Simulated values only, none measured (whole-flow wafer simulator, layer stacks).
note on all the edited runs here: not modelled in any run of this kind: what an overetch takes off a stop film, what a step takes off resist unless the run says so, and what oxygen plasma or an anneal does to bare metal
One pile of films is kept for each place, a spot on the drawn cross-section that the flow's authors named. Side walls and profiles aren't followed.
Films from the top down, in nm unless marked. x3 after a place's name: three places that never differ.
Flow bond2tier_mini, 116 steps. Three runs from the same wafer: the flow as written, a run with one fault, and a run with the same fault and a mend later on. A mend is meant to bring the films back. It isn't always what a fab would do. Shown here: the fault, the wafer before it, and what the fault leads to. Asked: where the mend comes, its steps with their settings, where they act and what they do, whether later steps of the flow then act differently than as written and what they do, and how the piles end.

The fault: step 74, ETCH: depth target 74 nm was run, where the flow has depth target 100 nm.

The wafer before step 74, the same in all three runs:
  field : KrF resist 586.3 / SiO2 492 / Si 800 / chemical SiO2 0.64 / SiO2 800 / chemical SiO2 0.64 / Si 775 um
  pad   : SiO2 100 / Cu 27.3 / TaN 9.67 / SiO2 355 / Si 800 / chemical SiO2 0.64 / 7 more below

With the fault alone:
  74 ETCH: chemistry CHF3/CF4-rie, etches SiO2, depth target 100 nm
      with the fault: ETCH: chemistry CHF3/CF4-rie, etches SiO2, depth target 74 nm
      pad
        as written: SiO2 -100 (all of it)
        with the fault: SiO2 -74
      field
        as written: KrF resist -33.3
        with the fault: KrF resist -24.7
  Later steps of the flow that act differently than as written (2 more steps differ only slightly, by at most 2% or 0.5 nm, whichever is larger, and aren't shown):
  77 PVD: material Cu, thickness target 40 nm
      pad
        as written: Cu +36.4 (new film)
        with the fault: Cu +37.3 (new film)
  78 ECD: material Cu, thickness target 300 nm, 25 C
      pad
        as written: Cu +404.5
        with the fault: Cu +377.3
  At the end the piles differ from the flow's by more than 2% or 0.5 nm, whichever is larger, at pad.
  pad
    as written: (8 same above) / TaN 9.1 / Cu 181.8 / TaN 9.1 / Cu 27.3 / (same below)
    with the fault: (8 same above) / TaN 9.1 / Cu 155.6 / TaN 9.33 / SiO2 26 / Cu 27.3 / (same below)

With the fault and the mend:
  The mend comes after step 74.
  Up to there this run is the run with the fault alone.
  74a ETCH: chemistry CHF3/CF4-rie, etches SiO2, depth target 26 nm (the flow's step 74 once more, with other settings)
      field
        KrF resist -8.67
      pad
        SiO2 -26 (all of it)
  No later step of the flow acts differently than as written at any place that is followed.
  At the end the piles are the same as the flow's at every place that both follow.
